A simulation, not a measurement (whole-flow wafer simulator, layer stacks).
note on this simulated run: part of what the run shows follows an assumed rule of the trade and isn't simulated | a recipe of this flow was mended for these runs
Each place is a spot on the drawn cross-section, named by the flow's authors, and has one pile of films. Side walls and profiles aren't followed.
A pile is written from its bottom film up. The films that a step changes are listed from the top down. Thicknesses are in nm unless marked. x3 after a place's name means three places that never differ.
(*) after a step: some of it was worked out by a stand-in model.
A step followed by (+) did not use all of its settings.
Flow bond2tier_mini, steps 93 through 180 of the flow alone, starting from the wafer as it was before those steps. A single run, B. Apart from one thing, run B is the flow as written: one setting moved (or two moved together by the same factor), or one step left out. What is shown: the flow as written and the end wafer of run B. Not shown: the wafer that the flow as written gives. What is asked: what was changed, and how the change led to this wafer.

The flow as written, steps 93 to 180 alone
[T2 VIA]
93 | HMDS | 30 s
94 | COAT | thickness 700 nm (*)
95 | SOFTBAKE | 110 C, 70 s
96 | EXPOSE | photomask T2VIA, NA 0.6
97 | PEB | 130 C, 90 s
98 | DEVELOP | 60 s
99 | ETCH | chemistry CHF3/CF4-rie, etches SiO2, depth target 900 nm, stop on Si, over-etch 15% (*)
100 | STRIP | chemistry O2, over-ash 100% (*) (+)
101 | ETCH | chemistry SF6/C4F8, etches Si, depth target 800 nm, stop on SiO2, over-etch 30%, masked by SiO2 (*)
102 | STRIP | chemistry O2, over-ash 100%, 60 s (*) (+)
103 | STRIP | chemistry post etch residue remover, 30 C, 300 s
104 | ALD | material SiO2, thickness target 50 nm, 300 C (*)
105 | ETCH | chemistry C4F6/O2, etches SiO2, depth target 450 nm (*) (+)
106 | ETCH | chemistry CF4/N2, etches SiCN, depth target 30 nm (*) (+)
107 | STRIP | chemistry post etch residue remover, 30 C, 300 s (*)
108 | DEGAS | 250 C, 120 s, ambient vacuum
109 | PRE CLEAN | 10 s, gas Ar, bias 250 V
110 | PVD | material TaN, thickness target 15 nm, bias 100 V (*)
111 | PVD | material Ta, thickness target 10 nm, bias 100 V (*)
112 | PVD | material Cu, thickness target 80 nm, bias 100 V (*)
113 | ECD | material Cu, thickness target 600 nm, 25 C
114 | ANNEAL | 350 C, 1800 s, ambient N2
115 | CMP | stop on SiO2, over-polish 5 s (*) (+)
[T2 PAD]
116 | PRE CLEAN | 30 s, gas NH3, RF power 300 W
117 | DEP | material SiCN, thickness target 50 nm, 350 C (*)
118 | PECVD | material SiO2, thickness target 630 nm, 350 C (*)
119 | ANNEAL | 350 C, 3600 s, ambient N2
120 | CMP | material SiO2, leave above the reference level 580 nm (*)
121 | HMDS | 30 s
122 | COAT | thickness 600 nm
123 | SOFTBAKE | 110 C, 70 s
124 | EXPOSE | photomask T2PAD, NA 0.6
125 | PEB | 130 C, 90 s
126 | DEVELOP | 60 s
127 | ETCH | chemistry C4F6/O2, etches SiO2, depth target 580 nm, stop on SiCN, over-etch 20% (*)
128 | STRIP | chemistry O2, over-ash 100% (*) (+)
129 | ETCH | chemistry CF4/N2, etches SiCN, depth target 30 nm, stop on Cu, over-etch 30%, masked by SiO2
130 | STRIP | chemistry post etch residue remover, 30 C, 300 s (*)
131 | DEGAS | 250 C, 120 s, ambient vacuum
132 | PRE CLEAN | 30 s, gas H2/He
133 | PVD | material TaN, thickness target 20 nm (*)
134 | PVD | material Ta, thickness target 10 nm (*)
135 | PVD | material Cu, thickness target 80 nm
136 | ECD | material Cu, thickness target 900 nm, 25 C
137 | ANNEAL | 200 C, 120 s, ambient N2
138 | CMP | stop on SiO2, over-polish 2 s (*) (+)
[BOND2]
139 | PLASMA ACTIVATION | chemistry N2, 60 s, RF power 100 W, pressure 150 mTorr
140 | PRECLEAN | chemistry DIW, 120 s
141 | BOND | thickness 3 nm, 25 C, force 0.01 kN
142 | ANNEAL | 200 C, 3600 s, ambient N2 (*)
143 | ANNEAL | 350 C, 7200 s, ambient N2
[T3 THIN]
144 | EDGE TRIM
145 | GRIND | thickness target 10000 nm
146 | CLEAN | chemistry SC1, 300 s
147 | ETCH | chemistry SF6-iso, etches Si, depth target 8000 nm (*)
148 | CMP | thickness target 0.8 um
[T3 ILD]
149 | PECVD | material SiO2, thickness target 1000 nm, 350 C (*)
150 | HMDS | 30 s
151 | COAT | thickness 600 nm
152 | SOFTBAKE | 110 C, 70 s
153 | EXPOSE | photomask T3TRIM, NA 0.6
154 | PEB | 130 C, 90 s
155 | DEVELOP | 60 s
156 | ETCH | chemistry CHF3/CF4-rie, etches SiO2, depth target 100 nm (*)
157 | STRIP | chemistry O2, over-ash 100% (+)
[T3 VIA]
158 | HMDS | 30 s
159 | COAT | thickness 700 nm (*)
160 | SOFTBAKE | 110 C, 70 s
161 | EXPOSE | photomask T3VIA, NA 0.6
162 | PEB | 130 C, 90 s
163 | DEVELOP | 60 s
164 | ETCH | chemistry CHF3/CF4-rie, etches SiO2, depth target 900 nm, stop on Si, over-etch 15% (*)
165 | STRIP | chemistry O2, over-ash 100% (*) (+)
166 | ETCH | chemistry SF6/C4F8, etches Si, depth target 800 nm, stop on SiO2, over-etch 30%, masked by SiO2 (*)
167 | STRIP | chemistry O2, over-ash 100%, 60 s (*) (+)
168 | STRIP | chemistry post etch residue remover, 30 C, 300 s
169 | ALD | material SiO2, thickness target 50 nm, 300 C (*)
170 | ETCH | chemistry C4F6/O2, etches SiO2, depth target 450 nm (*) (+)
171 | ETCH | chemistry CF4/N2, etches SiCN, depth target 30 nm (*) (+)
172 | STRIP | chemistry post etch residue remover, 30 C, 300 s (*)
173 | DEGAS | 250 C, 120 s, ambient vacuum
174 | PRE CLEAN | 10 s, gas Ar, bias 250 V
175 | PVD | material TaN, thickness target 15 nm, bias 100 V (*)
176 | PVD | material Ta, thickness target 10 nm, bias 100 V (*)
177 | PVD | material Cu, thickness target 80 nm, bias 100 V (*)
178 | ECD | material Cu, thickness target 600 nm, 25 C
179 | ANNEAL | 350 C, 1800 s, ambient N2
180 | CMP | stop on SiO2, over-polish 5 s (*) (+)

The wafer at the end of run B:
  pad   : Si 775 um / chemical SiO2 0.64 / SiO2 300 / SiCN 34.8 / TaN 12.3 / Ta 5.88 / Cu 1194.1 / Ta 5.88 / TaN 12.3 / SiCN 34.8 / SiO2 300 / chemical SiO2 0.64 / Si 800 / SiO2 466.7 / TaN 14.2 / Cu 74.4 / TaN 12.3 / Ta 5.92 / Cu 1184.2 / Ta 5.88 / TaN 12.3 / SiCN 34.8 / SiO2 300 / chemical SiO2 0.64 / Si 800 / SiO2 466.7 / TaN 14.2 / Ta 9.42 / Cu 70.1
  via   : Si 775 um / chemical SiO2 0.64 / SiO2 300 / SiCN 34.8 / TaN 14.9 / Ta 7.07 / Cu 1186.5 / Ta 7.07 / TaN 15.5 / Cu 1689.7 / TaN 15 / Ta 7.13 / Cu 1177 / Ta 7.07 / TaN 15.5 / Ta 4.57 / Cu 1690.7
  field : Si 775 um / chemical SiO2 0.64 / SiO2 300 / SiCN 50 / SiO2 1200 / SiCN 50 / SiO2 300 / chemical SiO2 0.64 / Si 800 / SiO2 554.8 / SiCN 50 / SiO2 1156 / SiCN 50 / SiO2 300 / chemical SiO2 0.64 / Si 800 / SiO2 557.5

Cause: step 111, PVD: material Ta, thickness target 10 nm, bias 100 V (*), was omitted.

Step by step, how the change led to this:
  115 | CMP | stop on SiO2, over-polish 5 s (*) (+)
      field: -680 Cu (all of it), -15 TaN (all of it), -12 SiO2 (it would be, as written: -680 Cu (all of it), -10 Ta (all of it), -15 TaN (all of it), -9.22 SiO2)
